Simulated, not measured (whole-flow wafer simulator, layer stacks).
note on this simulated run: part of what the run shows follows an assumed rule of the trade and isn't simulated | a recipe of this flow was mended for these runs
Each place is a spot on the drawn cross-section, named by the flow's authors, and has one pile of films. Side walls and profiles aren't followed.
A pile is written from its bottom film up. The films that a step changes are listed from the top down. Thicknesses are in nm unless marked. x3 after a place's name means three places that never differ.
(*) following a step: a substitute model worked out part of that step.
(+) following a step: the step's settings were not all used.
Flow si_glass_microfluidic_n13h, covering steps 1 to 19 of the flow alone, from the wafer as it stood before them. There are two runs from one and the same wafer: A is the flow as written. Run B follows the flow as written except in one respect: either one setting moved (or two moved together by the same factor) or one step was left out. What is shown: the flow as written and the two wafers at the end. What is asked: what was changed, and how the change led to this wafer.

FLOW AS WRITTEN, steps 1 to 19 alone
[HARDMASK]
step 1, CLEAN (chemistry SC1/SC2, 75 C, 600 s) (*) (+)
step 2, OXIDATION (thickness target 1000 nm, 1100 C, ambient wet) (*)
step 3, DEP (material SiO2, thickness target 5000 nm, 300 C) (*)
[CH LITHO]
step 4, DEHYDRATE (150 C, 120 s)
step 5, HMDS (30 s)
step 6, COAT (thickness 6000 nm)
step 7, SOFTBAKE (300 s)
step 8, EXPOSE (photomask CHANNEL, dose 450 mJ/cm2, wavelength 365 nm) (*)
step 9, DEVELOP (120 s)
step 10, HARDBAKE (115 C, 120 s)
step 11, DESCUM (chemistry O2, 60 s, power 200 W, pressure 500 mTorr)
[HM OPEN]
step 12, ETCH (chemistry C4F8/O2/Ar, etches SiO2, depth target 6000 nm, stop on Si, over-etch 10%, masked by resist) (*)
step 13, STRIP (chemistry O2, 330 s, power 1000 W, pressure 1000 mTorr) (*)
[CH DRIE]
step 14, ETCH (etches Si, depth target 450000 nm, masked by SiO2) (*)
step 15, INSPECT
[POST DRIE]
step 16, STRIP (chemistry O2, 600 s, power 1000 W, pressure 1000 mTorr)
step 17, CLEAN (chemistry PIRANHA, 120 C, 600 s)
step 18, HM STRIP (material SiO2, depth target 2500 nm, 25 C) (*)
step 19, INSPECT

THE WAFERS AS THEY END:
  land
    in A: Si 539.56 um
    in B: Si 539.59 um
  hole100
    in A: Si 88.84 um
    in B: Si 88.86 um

The reason: step 2, OXIDATION: 1077 C was run, though the flow has 1100 C.

How this came from the change, step by step:
  step 2, OXIDATION (thickness target 1000 nm, 1100 C, ambient wet) (*)
      land, hole100: A +1000 SiO2 (new film), -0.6 chemical SiO2 (all of it), -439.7 Si | B +921.7 SiO2 (new film), -0.6 chemical SiO2 (all of it), -405.3 Si
  step 12, ETCH (chemistry C4F8/O2/Ar, etches SiO2, depth target 6000 nm, stop on Si, over-etch 10%, masked by resist) (*)
      hole100: A -6000 SiO2 (all of it), -75 Si | B -5921.7 SiO2 (all of it), -84.8 Si
  step 18, HM STRIP (material SiO2, depth target 2500 nm, 25 C) (*)
      land: A -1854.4 SiO2 (all of it) | B -1776.3 SiO2 (all of it)
